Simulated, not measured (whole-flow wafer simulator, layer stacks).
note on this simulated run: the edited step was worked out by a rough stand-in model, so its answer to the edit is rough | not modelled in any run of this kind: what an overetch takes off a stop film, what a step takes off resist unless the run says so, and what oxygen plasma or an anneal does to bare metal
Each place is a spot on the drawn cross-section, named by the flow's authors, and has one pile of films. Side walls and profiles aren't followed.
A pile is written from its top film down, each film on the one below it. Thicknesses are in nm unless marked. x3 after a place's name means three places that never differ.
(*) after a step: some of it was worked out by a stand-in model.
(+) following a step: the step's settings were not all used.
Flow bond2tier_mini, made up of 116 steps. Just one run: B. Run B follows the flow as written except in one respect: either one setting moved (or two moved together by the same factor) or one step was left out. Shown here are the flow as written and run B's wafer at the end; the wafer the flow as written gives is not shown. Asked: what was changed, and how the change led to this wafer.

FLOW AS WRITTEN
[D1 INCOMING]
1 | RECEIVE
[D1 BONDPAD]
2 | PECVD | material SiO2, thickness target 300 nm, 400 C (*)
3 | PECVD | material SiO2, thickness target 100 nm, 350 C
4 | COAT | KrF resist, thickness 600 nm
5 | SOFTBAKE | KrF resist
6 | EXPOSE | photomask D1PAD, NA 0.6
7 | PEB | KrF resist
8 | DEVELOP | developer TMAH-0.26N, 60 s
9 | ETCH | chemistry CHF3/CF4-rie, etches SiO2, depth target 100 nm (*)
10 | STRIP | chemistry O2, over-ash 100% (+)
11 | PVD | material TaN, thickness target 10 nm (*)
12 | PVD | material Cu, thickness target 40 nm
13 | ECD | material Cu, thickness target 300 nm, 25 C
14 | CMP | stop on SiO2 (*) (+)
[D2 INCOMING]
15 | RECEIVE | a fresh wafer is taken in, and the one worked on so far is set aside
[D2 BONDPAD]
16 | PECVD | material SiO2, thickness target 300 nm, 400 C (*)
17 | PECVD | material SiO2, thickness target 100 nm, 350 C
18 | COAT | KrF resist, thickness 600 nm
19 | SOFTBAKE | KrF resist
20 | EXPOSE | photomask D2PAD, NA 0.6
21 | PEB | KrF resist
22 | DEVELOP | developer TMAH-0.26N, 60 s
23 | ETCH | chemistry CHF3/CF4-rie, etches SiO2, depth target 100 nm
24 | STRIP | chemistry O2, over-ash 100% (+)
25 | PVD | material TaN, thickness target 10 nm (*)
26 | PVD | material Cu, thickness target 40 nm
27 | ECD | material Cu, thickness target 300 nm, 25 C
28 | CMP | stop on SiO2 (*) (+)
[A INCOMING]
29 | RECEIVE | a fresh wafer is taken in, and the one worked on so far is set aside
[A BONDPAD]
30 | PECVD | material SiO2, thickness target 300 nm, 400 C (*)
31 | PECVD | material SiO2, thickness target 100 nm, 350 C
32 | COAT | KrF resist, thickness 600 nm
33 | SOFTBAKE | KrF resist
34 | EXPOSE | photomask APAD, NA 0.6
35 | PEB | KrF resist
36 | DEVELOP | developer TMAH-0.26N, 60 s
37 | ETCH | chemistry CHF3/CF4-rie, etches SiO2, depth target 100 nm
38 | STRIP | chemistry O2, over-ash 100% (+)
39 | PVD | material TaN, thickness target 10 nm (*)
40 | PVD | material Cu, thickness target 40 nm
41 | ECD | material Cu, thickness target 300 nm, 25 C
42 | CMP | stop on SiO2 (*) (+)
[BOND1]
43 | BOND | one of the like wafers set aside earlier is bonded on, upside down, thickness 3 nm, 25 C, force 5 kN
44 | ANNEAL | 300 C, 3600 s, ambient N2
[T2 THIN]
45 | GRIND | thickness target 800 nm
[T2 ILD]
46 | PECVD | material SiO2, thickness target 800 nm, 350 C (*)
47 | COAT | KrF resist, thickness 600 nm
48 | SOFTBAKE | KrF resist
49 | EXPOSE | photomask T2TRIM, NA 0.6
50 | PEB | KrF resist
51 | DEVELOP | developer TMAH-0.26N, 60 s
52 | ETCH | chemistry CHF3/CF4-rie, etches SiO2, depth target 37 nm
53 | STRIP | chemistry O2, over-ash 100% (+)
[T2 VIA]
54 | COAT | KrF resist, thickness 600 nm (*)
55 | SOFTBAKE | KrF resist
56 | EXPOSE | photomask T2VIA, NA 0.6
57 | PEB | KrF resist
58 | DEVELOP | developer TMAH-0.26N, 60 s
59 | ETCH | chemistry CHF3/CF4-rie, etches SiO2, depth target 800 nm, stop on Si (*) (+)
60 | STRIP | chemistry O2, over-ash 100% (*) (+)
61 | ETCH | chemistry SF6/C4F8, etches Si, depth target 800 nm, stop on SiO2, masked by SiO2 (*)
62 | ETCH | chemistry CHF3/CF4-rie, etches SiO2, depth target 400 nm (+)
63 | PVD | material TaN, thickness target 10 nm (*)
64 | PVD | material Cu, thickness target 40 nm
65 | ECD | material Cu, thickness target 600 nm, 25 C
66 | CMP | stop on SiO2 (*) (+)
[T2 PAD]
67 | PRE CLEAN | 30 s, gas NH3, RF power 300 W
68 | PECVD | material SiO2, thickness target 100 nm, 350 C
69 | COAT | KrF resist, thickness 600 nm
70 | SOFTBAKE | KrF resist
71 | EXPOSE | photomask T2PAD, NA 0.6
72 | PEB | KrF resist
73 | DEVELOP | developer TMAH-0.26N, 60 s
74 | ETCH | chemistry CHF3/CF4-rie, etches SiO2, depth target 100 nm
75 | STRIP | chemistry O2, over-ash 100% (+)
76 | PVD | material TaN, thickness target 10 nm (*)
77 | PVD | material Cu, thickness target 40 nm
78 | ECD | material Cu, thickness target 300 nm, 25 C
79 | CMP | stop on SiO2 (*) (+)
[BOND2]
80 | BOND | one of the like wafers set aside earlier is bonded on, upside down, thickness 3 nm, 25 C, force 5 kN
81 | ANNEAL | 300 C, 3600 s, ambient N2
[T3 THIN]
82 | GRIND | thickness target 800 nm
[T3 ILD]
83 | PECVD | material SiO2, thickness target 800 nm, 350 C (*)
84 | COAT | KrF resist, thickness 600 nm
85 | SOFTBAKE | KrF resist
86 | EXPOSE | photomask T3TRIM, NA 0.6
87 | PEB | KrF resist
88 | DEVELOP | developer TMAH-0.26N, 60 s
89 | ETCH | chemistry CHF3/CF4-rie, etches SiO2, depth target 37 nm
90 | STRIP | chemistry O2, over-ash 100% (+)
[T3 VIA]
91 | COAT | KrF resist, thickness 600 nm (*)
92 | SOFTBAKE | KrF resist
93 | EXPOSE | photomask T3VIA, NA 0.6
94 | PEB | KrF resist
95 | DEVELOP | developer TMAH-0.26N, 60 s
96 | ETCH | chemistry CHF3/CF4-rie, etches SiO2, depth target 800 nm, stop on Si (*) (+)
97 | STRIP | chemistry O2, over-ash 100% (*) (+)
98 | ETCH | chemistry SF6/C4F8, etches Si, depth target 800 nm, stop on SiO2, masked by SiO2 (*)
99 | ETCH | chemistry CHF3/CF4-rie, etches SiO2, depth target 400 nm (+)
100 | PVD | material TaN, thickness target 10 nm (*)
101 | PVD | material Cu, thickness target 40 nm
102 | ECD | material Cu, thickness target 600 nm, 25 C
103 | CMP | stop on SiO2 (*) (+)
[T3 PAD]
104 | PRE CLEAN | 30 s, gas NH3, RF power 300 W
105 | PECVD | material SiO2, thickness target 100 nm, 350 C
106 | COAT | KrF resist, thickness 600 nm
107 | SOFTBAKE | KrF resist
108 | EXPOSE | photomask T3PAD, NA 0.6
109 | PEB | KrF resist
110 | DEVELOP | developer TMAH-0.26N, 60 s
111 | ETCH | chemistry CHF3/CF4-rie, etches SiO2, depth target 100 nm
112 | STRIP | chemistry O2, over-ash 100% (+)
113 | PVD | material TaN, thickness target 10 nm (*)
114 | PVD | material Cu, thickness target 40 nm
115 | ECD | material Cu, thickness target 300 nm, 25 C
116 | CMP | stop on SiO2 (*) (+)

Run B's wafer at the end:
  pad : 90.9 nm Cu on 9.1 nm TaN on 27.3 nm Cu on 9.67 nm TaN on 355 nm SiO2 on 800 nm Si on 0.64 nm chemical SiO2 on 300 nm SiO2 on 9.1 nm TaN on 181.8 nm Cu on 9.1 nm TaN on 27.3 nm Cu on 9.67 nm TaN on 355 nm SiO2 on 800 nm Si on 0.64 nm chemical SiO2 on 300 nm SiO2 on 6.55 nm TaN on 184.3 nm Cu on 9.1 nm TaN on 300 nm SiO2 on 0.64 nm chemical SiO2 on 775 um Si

The reason: step 11, PVD: thickness target 7.2 nm was run, whereas the flow has thickness target 10 nm.

The path from the change to this, step by step:
  11 | PVD | material TaN, thickness target 10 nm (*)
      field: TaN gains 7.2 (new film) (as written it would have been: TaN gains 10 (new film))
      pad: TaN gains 6.55 (new film) (as written it would have been: TaN gains 9.1 (new film))
      (and at 1 other place as well)
  14 | CMP | stop on SiO2 (*) (+)
      field: Cu loses 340 (all of it), TaN loses 7.2 (all of it) (as written it would have been: Cu loses 340 (all of it), TaN loses 10 (all of it))
  43 | BOND | one of the like wafers set aside earlier is bonded on, upside down, thickness 3 nm, 25 C, force 5 kN
      pad: Si gains 775 um (new film), chemical SiO2 gains 0.64 (new film), SiO2 gains 300 (new film), TaN gains 6.55 (new film), Cu gains 93.4 (as written it would have been: Si gains 775 um (new film), chemical SiO2 gains 0.64 (new film), SiO2 gains 300 (new film), TaN gains 9.1 (new film), Cu gains 90.9)
      via: Si gains 775 um (new film), chemical SiO2 gains 0.64 (new film), SiO2 gains 300 (new film), TaN gains 7.18 (new film), Cu gains 92.8 (as written it would have been: Si gains 775 um (new film), chemical SiO2 gains 0.64 (new film), SiO2 gains 300 (new film), TaN gains 9.97 (new film), Cu gains 90)
